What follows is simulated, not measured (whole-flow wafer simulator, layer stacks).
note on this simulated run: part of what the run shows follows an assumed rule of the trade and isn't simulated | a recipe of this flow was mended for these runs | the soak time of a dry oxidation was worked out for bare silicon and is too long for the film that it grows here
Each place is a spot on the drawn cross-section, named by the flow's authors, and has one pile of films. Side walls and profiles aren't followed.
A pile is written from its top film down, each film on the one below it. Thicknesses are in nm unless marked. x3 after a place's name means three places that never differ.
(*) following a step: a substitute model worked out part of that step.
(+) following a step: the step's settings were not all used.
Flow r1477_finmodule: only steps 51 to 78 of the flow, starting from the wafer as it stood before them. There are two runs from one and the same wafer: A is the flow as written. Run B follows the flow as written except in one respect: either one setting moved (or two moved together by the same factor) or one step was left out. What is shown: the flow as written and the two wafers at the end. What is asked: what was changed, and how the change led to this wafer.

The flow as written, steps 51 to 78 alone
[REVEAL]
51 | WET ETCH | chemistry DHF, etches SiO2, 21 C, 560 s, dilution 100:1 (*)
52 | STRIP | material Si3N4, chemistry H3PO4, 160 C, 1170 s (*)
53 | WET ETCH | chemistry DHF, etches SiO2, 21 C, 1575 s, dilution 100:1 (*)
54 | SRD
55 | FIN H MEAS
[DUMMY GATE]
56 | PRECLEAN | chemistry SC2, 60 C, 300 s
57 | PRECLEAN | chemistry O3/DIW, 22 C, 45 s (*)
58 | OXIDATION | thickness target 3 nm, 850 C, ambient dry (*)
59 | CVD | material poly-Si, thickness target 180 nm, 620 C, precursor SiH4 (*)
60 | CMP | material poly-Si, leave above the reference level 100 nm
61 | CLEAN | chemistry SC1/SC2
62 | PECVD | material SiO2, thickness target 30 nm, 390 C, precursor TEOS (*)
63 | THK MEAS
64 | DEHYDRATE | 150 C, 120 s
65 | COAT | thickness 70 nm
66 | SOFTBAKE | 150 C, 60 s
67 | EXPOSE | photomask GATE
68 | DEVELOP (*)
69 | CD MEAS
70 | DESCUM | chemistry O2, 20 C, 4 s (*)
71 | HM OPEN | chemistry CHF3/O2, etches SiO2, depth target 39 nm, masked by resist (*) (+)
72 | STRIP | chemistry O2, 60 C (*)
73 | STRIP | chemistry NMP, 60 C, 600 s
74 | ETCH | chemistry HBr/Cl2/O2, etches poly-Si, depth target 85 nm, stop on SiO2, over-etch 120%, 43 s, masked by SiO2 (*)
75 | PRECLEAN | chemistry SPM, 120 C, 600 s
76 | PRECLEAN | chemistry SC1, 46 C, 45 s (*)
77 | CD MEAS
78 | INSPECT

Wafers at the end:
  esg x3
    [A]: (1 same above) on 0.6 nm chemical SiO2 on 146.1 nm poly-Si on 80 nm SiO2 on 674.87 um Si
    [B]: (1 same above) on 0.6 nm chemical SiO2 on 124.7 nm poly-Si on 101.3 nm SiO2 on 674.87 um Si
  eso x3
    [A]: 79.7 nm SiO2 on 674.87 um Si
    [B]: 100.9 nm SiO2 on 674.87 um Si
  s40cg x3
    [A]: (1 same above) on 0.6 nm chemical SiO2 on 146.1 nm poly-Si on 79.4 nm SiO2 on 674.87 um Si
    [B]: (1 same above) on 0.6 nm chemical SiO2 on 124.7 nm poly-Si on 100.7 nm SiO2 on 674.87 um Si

What caused this: step 53, WET ETCH: 1150 s was run, while the flow as written has 1575 s.

The path from the change to this, step by step:
  53 | WET ETCH | chemistry DHF, etches SiO2, 21 C, 1575 s, dilution 100:1 (*)
      esg x3, e200sg, s40cg x3, s40sg x3, eso x3, e200so, s40co x3, s40so x3: A -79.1 SiO2 | B -57.8 SiO2
      pad, padg: A -85.7 SiO2 | B -62.6 SiO2
  59 | CVD | material poly-Si, thickness target 180 nm, 620 C, precursor SiH4 (*)
      esg x3, s40cg x3, s40sg x3, eso x3, s40co x3, s40so x3: A +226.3 poly-Si (new film) | B +205 poly-Si (new film)
      e200sg, e200so: A +219.2 poly-Si (new film) | B +197.9 poly-Si (new film)
  60 | CMP | material poly-Si, leave above the reference level 100 nm
      pad, padg: A -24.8 poly-Si | B -47.8 poly-Si
  74 | ETCH | chemistry HBr/Cl2/O2, etches poly-Si, depth target 85 nm, stop on SiO2, over-etch 120%, 43 s, masked by SiO2 (*)
      eso x3, e200so, s40co x3, s40so x3: A -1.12 chemical SiO2 (all of it), -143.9 poly-Si (all of it), -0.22 SiO2 | B -1.12 chemical SiO2 (all of it), -122.6 poly-Si (all of it), -0.32 SiO2
      pad: A -1.12 chemical SiO2 (all of it), -152.8 poly-Si (all of it), -0.17 SiO2 | B -1.12 chemical SiO2 (all of it), -129.7 poly-Si (all of it), -0.29 SiO2
